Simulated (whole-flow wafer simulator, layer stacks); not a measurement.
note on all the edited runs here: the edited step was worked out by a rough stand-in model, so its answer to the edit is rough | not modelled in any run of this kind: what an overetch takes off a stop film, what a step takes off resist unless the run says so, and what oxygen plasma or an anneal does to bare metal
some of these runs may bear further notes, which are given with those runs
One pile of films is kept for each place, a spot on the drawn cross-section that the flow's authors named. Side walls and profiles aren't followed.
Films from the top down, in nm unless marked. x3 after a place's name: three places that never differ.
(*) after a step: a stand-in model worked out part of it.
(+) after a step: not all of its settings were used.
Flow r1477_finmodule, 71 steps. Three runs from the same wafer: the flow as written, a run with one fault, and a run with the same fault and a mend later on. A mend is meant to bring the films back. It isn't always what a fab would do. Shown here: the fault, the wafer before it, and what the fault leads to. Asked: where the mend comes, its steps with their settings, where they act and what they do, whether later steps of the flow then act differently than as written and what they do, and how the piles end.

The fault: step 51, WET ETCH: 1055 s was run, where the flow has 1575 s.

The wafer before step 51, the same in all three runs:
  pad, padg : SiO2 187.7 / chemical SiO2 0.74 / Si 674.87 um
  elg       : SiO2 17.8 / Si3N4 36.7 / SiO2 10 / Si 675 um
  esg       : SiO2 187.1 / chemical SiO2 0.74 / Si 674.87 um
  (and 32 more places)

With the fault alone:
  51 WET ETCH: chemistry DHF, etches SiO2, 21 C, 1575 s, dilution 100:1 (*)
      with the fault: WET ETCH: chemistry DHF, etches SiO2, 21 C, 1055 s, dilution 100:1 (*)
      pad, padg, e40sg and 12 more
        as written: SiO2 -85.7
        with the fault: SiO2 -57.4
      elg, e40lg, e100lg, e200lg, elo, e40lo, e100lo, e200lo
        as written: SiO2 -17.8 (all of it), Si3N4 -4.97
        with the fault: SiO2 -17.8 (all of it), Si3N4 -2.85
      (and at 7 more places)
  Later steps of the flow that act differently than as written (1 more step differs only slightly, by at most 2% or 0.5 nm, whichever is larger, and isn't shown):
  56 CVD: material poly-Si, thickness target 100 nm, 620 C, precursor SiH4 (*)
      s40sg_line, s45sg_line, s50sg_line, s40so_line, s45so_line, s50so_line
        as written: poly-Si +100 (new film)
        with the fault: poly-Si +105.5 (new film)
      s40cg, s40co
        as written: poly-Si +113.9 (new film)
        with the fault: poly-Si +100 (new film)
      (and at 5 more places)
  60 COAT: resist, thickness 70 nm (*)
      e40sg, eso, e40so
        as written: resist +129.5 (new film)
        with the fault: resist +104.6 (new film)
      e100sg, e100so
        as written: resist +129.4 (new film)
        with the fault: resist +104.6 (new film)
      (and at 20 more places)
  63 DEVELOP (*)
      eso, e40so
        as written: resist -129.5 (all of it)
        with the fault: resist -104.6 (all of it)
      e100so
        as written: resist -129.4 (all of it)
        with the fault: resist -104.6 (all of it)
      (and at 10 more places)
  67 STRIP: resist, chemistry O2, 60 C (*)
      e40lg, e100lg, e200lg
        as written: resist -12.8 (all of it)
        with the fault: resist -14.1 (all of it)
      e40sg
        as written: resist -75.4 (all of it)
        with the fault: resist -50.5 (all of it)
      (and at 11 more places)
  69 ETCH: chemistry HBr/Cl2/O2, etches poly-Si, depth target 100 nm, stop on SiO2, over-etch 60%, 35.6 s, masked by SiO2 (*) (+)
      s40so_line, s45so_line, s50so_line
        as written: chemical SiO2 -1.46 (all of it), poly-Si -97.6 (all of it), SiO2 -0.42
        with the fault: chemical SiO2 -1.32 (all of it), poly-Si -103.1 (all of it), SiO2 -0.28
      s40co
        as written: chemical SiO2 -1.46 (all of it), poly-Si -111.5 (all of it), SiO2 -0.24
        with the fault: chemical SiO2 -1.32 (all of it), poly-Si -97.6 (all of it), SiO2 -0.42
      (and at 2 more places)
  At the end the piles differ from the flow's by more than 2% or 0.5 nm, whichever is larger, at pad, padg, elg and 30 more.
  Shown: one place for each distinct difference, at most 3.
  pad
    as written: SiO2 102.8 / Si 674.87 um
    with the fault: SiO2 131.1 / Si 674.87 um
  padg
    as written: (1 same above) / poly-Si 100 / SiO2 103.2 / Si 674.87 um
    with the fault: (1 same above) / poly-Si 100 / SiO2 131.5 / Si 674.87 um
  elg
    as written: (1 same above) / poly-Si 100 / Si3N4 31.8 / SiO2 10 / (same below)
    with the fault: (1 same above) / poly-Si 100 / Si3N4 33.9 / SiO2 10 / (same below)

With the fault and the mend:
  The mend comes after step 51.
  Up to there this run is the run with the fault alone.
  51a WET ETCH: chemistry DHF, etches SiO2, 21 C, 520 s, dilution 100:1 (*) (the flow's step 51 once more, with other settings)
      pad, padg, e40sg and 12 more
        SiO2 -28.3
      elg, e40lg, e100lg, e200lg, elo, e40lo, e100lo, e200lo
        Si3N4 -2.2
      esg, s40cg, s45cg, s50cg, s40co, s45co, s50co
        SiO2 -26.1
  No later step of the flow acts differently than as written, at any place that is followed, by more than 2% or 0.5 nm, whichever is larger.
  At the end the piles differ from the flow's only slightly at the places that both follow, by at most 2% or 0.5 nm, whichever is larger.
